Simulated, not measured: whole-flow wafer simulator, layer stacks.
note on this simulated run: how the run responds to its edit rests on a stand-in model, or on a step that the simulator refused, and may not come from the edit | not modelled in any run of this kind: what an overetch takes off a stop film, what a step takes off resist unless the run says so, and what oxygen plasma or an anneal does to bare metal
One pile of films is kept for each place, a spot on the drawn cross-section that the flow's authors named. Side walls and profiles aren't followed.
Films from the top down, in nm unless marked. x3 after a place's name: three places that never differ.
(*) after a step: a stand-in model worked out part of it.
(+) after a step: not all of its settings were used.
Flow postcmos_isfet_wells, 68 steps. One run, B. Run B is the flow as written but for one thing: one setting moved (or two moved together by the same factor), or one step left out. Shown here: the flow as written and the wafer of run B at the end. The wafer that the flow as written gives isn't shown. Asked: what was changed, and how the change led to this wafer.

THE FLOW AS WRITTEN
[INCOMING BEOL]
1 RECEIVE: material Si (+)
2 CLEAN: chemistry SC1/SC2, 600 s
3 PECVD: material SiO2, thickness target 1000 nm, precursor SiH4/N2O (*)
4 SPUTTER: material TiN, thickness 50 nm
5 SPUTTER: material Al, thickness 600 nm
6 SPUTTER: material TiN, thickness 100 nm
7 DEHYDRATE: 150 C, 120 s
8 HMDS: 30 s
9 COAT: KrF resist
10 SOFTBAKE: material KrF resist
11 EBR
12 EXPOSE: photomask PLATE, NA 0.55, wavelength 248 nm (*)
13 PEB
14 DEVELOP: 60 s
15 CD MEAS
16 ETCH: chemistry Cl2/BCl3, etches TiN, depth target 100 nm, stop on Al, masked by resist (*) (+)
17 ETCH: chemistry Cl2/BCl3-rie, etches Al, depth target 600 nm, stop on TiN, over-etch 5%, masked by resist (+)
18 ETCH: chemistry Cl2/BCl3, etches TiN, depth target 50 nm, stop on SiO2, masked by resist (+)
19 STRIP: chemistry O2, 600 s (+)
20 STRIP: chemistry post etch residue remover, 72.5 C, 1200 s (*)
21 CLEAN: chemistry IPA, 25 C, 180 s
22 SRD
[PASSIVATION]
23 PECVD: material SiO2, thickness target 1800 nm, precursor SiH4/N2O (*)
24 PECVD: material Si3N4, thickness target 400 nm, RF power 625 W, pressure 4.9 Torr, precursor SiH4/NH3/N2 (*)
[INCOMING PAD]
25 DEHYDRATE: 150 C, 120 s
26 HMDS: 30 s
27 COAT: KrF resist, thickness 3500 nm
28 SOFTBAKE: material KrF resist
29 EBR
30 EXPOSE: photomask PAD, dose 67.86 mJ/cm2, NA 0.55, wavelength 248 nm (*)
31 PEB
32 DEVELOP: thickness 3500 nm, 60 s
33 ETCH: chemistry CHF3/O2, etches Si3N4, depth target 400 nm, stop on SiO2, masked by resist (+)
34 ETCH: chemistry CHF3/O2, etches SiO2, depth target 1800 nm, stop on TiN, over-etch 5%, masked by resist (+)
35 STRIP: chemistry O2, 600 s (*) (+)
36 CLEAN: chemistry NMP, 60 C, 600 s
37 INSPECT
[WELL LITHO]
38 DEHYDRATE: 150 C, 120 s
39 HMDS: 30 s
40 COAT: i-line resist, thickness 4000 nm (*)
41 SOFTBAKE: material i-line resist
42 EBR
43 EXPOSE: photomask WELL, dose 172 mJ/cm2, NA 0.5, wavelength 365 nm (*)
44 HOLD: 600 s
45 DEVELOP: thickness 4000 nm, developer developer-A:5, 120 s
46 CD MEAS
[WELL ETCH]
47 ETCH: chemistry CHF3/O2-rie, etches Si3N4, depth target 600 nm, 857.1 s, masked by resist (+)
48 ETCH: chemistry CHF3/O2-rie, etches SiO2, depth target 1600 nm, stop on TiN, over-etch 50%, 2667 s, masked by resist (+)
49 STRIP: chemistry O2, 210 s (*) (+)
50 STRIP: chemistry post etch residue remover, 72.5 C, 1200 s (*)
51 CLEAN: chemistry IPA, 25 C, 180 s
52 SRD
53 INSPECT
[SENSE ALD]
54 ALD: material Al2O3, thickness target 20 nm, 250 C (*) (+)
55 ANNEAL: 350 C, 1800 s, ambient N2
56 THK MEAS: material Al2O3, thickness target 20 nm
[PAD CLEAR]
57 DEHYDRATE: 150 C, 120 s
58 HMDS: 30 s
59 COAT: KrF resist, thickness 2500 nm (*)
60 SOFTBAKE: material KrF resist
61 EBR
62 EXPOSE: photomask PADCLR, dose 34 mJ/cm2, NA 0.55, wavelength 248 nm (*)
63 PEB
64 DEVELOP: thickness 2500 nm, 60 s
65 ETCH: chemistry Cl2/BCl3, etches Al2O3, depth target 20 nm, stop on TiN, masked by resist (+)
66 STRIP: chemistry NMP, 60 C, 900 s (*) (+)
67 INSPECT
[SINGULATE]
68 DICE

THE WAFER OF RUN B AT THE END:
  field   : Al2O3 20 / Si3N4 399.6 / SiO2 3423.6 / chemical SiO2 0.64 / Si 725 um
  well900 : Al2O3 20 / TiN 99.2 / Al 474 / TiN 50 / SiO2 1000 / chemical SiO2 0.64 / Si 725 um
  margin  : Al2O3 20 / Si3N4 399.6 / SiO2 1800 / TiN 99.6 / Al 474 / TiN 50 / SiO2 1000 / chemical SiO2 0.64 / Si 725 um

The cause: step 5, SPUTTER: thickness 474 nm was run, where the flow has thickness 600 nm.
It can be read off the wafer: well900 has Al 474, and step 5 as written asks for 600 nm.

How the change led to this, step by step:
  5 SPUTTER: material Al, thickness 600 nm
      field, margin, well900, well1300 x3, pad_rim, pad_clr, pad_open: Al +474 (new film) (as written it would be: Al +600 (new film))
  17 ETCH: chemistry Cl2/BCl3-rie, etches Al, depth target 600 nm, stop on TiN, over-etch 5%, masked by resist (+)
      margin, well900, well1300 x3, pad_rim, pad_clr, pad_open: KrF resist -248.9 (as written it would be: KrF resist -300)
      field: Al -474 (all of it) (as written it would be: Al -600 (all of it))
  19 STRIP: chemistry O2, 600 s (+)
      margin, well900, well1300 x3, pad_rim, pad_clr, pad_open: KrF resist -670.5 (all of it) (as written it would be: KrF resist -619.4 (all of it))
  23 PECVD: material SiO2, thickness target 1800 nm, precursor SiH4/N2O (*)
      field: SiO2 +2423.6 (as written it would be: SiO2 +1800 (new film), void +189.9 (new film), SiO2 +559.7)
